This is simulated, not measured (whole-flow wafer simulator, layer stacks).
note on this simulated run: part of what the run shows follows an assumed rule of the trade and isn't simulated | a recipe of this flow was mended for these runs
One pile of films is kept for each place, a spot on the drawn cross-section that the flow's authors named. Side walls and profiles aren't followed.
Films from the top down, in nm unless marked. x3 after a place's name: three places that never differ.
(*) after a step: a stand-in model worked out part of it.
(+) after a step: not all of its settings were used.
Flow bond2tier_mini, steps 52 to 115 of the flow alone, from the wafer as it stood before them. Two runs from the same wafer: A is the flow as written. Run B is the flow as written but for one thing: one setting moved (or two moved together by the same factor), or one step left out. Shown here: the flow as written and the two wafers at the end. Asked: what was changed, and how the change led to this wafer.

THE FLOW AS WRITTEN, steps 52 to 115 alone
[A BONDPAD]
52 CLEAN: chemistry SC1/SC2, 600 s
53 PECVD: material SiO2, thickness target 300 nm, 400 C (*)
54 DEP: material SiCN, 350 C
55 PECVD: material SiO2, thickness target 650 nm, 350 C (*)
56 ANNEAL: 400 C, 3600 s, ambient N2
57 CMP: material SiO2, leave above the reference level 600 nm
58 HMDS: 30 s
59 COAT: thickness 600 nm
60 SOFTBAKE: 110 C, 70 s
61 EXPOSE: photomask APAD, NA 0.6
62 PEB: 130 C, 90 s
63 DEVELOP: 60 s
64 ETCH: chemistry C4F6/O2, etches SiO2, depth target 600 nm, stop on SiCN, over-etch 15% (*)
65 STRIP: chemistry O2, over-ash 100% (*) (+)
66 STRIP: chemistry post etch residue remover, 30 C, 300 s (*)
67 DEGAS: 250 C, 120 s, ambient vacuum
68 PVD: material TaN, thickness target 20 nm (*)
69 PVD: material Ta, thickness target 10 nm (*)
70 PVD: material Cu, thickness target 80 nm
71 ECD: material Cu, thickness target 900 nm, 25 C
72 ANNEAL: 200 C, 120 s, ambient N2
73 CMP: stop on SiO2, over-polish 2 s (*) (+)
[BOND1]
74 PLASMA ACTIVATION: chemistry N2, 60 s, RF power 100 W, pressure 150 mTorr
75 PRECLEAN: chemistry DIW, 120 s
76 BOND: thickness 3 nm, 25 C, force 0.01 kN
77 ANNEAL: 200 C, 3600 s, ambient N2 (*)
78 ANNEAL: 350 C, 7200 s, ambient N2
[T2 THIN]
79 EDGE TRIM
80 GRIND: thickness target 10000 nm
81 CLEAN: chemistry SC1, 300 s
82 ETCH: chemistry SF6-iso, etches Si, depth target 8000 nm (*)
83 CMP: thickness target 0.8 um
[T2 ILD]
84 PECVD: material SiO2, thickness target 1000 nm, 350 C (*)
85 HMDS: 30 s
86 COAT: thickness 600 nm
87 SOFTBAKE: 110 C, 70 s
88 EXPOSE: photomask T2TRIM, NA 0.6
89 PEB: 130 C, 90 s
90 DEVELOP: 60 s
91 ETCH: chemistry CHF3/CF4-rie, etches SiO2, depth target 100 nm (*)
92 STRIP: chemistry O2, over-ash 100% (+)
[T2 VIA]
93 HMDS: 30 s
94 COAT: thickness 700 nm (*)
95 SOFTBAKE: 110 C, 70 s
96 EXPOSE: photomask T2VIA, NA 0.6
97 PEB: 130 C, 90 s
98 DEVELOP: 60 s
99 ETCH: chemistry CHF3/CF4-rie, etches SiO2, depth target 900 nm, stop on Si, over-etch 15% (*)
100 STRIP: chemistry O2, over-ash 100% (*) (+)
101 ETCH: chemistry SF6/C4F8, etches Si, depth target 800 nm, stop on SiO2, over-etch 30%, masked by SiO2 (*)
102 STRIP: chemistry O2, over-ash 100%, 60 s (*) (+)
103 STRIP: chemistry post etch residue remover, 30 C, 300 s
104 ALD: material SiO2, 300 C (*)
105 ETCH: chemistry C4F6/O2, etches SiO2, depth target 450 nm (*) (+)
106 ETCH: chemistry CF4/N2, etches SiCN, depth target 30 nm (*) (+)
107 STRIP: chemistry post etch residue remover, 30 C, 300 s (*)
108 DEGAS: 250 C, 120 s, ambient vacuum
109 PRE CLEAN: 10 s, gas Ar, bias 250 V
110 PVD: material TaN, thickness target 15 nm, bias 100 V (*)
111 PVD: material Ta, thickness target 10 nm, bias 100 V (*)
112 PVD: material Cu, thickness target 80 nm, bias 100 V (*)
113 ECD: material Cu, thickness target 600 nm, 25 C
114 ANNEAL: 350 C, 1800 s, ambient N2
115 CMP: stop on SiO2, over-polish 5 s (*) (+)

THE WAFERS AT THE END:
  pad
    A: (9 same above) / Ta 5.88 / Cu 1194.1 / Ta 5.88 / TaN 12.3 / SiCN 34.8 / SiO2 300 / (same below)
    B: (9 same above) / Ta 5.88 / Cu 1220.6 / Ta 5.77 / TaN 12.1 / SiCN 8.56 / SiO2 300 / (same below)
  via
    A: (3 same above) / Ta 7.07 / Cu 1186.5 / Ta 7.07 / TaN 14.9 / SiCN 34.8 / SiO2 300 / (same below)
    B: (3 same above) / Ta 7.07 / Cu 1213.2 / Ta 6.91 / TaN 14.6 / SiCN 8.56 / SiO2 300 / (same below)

The cause: step 64, ETCH: depth target 735.4 nm was run, where the flow has depth target 600 nm.

How the change led to this, step by step:
  64 ETCH: chemistry C4F6/O2, etches SiO2, depth target 600 nm, stop on SiCN, over-etch 15% (*)
      pad, via: A SiO2 -600 (all of it), SiCN -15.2 | B SiO2 -600 (all of it), SiCN -41.4
      field: A thick-KrF-resist -115 | B thick-KrF-resist -141
  65 STRIP: chemistry O2, over-ash 100% (*) (+)
      field: A thick-KrF-resist -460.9 (all of it) | B thick-KrF-resist -435 (all of it)
  70 PVD: material Cu, thickness target 80 nm
      via: A Cu +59 (new film) | B Cu +57.7 (new film)
